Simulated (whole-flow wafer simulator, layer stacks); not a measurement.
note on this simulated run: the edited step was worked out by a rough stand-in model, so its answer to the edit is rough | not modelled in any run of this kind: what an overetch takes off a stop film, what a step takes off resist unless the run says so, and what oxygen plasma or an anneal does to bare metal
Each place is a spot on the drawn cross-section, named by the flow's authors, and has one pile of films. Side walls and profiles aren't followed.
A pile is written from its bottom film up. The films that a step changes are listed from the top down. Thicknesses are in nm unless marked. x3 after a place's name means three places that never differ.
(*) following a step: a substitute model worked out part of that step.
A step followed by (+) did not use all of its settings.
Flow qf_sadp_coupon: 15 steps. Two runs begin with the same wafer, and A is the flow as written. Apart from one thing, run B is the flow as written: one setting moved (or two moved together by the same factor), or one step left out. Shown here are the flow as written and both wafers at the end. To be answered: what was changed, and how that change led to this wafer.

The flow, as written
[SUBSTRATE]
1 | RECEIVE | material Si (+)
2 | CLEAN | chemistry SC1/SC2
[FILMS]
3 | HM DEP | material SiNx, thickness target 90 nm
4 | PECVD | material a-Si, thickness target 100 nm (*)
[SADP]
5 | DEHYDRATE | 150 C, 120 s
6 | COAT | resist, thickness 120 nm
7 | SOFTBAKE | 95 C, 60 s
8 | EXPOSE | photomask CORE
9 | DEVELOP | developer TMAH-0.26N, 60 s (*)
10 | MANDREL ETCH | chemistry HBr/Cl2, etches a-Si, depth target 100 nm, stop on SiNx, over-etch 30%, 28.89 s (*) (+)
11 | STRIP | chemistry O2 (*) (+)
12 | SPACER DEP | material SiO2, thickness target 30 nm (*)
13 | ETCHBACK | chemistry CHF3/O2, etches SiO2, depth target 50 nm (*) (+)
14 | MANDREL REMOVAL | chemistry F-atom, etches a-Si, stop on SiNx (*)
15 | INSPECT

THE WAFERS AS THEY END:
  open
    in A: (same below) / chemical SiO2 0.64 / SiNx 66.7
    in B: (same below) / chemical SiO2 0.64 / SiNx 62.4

The reason: step 4, PECVD: thickness target 70.1 nm was run, while the flow as written has thickness target 100 nm.

The path from the change to this, step by step:
  4 | PECVD | material a-Si, thickness target 100 nm (*)
      m, open: A a-Si gains 100 (new film) | B a-Si gains 70.1 (new film)
  10 | MANDREL ETCH | chemistry HBr/Cl2, etches a-Si, depth target 100 nm, stop on SiNx, over-etch 30%, 28.89 s (*) (+)
      open: A a-Si loses 100 (all of it), SiNx loses 4.29 | B a-Si loses 70.1 (all of it), SiNx loses 8.56
  14 | MANDREL REMOVAL | chemistry F-atom, etches a-Si, stop on SiNx (*)
      m: A a-Si loses 95.8 (all of it) | B a-Si loses 65.9 (all of it)
